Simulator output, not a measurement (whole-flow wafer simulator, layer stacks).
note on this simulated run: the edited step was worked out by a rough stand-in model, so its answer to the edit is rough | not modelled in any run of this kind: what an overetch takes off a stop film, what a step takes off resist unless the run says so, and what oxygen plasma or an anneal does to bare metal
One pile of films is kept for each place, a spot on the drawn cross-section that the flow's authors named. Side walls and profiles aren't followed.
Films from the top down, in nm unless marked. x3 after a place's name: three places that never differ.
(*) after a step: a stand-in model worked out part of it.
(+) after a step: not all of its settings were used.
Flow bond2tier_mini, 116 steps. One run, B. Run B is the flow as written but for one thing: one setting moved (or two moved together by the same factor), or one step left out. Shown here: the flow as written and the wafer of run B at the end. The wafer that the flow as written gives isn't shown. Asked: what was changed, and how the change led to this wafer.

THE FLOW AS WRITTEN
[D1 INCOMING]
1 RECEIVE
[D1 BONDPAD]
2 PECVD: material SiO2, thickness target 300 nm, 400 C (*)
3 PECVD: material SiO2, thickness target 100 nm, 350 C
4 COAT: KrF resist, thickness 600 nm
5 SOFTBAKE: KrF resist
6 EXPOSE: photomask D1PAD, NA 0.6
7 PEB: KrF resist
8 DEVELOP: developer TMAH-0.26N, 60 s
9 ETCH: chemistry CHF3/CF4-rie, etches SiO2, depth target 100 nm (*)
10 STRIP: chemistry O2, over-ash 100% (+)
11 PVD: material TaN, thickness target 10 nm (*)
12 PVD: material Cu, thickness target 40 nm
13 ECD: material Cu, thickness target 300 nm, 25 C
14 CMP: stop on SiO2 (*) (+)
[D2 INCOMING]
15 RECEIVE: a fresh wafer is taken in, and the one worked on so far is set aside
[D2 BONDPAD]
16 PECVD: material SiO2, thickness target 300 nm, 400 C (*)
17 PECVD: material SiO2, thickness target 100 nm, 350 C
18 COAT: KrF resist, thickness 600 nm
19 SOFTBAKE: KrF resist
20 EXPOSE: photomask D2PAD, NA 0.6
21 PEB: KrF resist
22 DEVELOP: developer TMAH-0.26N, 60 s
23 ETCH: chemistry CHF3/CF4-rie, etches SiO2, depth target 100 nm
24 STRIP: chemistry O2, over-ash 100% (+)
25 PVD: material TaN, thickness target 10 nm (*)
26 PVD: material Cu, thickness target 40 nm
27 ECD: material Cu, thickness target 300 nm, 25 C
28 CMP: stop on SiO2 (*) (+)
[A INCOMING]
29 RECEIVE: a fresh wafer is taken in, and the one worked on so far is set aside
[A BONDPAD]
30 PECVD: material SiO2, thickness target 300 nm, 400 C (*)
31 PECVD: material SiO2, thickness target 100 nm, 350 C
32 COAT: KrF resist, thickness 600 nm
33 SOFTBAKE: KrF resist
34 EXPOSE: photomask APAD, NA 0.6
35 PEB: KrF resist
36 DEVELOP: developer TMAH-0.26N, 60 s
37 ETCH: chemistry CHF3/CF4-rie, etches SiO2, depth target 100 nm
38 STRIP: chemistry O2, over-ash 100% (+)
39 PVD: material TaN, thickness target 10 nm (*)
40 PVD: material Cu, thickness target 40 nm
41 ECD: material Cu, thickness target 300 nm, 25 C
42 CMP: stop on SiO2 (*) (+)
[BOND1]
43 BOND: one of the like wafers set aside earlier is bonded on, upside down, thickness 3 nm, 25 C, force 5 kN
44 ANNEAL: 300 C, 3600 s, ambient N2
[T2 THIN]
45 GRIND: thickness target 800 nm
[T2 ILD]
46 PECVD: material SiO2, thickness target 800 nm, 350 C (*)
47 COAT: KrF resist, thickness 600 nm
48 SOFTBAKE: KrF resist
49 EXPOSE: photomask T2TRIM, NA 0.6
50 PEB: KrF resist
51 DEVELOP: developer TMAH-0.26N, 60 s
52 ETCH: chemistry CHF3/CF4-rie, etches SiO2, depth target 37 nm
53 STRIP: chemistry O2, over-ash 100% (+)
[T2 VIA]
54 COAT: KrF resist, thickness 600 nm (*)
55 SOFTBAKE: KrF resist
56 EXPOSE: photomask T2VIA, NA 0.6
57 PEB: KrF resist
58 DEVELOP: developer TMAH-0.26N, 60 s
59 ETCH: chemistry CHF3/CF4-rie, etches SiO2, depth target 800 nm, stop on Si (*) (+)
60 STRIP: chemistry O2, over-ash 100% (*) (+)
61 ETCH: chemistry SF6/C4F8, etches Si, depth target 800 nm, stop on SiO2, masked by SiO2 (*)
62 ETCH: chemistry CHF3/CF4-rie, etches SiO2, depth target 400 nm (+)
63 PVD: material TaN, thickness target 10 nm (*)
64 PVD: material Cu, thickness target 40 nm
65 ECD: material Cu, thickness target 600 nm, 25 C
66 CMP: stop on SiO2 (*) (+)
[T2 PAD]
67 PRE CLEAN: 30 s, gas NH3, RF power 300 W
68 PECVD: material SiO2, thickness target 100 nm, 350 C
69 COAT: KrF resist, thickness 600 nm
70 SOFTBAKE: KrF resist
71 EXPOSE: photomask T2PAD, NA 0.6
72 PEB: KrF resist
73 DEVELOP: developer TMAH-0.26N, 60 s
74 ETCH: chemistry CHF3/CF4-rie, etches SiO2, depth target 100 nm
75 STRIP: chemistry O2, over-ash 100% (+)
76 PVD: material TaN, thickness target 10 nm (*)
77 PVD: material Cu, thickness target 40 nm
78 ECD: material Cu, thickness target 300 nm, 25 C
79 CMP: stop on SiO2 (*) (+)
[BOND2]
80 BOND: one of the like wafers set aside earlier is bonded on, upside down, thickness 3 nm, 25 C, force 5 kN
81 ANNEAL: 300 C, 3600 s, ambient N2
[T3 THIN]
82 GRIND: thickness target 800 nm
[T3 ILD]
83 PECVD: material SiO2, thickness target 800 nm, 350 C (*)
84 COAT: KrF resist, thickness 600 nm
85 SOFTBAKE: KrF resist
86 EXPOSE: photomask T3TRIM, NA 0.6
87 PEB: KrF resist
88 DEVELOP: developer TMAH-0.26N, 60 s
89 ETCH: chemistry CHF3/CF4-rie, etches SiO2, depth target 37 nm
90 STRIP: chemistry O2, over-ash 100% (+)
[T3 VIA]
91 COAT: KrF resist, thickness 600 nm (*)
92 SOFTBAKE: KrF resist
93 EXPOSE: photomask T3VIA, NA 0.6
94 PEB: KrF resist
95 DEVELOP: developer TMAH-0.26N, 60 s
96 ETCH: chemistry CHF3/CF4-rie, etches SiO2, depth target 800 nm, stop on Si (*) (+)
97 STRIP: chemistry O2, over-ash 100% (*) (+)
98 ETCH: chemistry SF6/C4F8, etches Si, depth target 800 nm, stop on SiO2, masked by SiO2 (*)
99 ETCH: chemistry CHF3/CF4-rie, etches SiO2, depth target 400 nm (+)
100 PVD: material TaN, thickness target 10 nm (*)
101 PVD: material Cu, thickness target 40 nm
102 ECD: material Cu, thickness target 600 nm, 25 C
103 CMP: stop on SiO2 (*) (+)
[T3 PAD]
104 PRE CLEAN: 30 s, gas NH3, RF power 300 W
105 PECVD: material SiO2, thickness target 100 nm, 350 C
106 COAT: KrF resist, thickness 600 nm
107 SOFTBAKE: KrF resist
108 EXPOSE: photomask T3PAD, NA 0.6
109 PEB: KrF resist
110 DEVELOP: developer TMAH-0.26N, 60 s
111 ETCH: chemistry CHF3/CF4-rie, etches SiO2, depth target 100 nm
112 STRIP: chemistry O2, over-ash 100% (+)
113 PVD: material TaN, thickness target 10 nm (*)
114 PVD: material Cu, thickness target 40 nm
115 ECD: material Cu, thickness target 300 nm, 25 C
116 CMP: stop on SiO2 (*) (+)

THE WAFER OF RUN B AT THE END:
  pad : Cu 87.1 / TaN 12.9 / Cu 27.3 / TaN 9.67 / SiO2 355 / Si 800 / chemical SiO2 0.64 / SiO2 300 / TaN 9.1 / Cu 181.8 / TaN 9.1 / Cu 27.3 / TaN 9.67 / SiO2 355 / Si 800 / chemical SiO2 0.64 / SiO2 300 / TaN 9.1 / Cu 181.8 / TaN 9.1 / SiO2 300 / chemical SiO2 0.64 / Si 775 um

The cause: step 113, PVD: thickness target 14.2 nm was run, where the flow has thickness target 10 nm.

How the change led to this, step by step:
  113 PVD: material TaN, thickness target 10 nm (*)
      field: TaN +14.2 (new film) (as written it would be: TaN +10 (new film))
      pad: TaN +12.9 (new film) (as written it would be: TaN +9.1 (new film))
  116 CMP: stop on SiO2 (*) (+)
      field: Cu -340 (all of it), TaN -14.2 (all of it) (as written it would be: Cu -340 (all of it), TaN -10 (all of it))
